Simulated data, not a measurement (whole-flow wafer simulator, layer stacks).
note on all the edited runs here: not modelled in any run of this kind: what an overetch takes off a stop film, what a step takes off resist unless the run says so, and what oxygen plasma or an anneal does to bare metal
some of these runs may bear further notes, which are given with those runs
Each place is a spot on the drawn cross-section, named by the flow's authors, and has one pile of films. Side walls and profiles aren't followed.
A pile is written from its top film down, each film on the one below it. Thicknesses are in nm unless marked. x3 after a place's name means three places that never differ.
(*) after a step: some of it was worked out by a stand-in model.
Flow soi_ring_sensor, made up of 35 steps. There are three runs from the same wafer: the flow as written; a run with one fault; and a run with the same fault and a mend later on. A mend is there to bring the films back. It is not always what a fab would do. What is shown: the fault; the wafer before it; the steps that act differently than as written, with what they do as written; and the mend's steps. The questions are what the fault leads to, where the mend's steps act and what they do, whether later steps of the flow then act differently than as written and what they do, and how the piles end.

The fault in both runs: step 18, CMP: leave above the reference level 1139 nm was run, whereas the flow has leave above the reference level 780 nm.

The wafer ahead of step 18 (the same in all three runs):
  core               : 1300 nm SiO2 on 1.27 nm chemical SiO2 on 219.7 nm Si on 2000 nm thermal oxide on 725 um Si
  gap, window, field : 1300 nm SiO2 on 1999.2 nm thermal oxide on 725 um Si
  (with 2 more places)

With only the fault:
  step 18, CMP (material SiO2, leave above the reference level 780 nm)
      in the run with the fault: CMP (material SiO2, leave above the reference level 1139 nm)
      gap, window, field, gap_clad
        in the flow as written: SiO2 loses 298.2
        in the run with the fault: nothing
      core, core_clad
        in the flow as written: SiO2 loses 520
        in the run with the fault: SiO2 loses 161
  Steps later in the flow that act otherwise than as written (1 other step is not shown; it differs only slightly, by no more than 2% or 0.5 nm, whichever is larger):
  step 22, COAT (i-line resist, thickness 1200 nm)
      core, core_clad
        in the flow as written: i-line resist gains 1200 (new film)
        in the run with the fault: i-line resist gains 1147 (new film)
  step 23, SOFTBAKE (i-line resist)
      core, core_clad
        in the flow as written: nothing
        in the run with the fault: i-line resist loses 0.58
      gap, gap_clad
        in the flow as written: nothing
        in the run with the fault: i-line resist loses 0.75
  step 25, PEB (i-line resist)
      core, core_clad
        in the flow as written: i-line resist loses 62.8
        in the run with the fault: i-line resist loses 60
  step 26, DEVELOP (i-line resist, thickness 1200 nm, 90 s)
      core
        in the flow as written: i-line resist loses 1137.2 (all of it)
        in the run with the fault: i-line resist loses 1086.4 (all of it)
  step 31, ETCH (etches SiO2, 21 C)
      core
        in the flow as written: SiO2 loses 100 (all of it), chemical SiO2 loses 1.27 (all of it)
        in the run with the fault: SiO2 loses 459 (all of it), chemical SiO2 loses 1.27 (all of it)
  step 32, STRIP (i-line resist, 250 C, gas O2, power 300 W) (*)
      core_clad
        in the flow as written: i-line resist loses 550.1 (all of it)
        in the run with the fault: i-line resist loses 499.3 (all of it)
  By the end, the piles at field, core_clad depart from the flow's by more than 2% or 0.5 nm, whichever is larger.
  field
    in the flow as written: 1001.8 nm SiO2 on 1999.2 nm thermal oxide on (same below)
    in the run with the fault: 1300 nm SiO2 on 1999.2 nm thermal oxide on (same below)
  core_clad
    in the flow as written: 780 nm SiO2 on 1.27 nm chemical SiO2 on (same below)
    in the run with the fault: 1139 nm SiO2 on 1.27 nm chemical SiO2 on (same below)

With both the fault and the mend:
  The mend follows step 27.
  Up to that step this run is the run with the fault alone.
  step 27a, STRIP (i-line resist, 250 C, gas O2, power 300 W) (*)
      field
        i-line resist loses 1137.8 (all of it)
      core_clad
        i-line resist loses 1086.3 (all of it)
      gap_clad
        i-line resist loses 1144.3 (all of it)
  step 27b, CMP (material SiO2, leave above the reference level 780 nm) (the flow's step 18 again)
      gap, window, field, gap_clad
        SiO2 loses 298.2
      core, core_clad
        SiO2 loses 359
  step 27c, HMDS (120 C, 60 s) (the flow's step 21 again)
      leaves every film unchanged at each place that is followed
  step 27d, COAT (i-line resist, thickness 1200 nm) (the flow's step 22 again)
      core, gap, window, field, core_clad, gap_clad
        i-line resist gains 1200 (new film)
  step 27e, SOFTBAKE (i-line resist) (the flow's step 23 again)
      leaves every film unchanged at each place that is followed
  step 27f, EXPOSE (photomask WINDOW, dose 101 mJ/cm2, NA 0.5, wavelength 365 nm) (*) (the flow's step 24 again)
      leaves every film unchanged at each place that is followed
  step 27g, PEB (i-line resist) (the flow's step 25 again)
      core, gap, window, field, core_clad, gap_clad
        i-line resist loses 62.8
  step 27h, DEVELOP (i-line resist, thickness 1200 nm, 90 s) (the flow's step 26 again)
      core, gap, window
        i-line resist loses 1137.2 (all of it)
      field, core_clad, gap_clad
        i-line resist loses 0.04
  Every later step of the flow that is run acts as written at every place that is followed.
  The piles end the same as the flow's at every place that both follow.
